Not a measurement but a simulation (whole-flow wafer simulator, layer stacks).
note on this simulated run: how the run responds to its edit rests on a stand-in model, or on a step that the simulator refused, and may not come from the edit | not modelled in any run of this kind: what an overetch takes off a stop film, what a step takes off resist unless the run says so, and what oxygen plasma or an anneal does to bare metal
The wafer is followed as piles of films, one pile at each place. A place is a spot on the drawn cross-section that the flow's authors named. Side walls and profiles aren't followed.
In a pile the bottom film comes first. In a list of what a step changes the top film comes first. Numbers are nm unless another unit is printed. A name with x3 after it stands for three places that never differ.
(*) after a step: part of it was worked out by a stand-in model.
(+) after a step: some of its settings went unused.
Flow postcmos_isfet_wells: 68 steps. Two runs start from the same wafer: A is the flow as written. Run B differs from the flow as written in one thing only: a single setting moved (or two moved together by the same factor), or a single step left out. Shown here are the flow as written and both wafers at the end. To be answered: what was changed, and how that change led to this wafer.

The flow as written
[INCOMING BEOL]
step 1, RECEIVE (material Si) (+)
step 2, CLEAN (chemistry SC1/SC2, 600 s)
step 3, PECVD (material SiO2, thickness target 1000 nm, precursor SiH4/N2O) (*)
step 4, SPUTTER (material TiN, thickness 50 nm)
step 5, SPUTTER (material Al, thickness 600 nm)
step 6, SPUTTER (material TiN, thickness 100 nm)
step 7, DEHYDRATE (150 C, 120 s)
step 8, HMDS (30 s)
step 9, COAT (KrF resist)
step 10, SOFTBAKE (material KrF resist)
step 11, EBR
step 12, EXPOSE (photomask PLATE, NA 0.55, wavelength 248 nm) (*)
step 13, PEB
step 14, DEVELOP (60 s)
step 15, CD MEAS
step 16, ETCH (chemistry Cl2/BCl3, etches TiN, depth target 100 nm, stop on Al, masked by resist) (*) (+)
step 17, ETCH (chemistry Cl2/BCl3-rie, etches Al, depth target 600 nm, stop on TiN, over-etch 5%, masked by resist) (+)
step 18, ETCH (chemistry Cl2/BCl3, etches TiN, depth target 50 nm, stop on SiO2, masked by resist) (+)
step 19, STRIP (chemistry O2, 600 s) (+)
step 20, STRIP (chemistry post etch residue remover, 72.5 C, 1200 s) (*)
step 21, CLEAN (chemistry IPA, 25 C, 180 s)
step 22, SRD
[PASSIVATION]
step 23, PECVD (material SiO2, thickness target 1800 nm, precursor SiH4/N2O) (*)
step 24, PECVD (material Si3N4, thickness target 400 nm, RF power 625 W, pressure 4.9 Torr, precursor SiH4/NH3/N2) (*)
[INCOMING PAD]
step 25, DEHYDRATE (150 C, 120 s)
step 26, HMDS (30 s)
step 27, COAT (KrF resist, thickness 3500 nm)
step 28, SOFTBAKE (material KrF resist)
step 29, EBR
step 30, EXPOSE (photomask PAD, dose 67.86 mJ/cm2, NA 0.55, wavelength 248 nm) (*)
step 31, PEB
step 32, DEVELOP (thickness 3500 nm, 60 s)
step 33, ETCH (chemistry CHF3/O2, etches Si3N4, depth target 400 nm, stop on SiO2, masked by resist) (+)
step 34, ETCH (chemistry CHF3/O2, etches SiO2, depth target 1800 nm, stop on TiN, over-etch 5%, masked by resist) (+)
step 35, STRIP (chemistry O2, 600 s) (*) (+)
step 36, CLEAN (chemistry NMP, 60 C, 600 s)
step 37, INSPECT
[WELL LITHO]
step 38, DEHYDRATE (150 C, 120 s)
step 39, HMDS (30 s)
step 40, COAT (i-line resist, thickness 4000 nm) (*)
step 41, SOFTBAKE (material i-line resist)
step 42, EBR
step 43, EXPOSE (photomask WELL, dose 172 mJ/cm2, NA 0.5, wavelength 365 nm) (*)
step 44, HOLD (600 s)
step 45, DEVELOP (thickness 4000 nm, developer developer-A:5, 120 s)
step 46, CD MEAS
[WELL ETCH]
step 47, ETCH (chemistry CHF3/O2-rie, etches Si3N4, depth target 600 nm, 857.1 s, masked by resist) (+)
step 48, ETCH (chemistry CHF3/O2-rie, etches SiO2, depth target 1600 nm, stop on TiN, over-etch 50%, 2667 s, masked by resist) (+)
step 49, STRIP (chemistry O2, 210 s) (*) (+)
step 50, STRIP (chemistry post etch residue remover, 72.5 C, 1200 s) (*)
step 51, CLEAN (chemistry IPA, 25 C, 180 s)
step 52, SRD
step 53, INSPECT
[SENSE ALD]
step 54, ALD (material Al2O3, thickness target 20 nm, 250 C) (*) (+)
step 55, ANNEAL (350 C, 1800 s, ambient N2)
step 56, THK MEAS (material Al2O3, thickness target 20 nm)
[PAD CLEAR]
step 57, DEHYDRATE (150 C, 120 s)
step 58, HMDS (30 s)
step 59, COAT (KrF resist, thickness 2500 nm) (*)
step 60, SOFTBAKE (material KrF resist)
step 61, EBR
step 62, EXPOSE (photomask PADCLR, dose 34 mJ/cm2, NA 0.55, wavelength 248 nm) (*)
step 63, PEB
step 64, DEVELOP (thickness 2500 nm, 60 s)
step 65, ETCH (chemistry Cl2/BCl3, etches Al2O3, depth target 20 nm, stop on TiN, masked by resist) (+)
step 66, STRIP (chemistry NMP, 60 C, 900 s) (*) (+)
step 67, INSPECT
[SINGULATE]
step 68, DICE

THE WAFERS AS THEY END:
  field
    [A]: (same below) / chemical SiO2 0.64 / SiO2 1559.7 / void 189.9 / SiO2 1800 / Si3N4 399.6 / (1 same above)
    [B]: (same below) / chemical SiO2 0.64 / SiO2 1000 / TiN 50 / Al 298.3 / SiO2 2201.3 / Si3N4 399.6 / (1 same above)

The reason: step 17, ETCH: depth target 246 nm was run, while the flow as written has depth target 600 nm.

How this came from the change, step by step:
  step 17, ETCH (chemistry Cl2/BCl3-rie, etches Al, depth target 600 nm, stop on TiN, over-etch 5%, masked by resist) (+)
      field: A -600 Al (all of it) | B -246 Al
      margin, well900, well1300 x3, pad_rim, pad_clr, pad_open: A -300 KrF resist | B -123 KrF resist
  step 18, ETCH (chemistry Cl2/BCl3, etches TiN, depth target 50 nm, stop on SiO2, masked by resist) (+)
      field: A -50 TiN (all of it) | B -50 Al
  step 19, STRIP (chemistry O2, 600 s) (+)
      margin, well900, well1300 x3, pad_rim, pad_clr, pad_open: A -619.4 KrF resist (all of it) | B -796.4 KrF resist (all of it)
  step 20, STRIP (chemistry post etch residue remover, 72.5 C, 1200 s) (*)
      field: A nothing | B -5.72 Al
  step 23, PECVD (material SiO2, thickness target 1800 nm, precursor SiH4/N2O) (*)
      field: A +1800 SiO2 (new film), +189.9 void (new film), +559.7 SiO2 | B +2201.3 SiO2 (new film)
Taking metal films that touch as one body, field has 1 body; the flow as written gives 0 bodies.
